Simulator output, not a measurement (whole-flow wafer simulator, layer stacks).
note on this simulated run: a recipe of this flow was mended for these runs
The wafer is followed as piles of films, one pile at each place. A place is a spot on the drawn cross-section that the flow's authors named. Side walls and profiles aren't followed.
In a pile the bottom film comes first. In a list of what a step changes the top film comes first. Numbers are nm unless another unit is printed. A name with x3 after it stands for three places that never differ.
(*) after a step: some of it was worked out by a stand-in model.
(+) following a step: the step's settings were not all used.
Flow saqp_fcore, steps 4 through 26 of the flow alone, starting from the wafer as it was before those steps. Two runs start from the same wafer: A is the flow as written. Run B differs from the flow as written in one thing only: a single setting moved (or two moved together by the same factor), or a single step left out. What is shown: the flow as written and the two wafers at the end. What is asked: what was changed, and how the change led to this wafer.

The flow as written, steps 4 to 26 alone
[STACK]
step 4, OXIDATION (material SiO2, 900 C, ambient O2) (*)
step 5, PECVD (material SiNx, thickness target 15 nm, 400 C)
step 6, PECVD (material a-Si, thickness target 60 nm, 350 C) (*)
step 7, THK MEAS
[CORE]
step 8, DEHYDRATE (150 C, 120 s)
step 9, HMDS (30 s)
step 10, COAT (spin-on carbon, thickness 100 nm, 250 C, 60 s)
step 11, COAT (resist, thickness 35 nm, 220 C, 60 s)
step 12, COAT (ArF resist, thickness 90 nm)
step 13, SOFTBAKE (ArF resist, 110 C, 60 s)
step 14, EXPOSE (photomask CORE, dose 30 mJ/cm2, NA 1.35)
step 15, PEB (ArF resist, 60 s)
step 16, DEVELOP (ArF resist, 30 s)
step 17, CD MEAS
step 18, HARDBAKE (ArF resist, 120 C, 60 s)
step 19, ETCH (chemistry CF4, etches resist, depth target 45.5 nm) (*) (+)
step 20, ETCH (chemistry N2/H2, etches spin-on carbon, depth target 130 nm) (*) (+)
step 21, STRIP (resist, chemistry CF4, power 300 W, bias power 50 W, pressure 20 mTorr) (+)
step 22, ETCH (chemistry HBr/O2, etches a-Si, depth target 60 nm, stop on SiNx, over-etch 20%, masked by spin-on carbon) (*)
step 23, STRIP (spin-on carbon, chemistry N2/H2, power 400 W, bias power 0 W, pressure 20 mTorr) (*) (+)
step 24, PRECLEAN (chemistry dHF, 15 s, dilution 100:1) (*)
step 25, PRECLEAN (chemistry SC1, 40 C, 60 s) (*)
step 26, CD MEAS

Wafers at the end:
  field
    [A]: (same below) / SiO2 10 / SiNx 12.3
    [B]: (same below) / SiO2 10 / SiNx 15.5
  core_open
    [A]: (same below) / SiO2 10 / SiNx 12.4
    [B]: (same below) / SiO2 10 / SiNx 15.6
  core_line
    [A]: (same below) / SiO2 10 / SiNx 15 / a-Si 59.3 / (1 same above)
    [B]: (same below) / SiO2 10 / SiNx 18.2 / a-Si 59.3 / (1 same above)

The reason: step 5, PECVD: thickness target 18.2 nm was run, though the flow has thickness target 15 nm.
The wafer lets one read it off: core_line has SiNx 18.2, and step 5 as written asks for 15 nm.

The path from the change to this, step by step:
  step 5, PECVD (material SiNx, thickness target 15 nm, 400 C)
      field, core_open, core_line: A SiNx gains 15 (new film) | B SiNx gains 18.2 (new film)
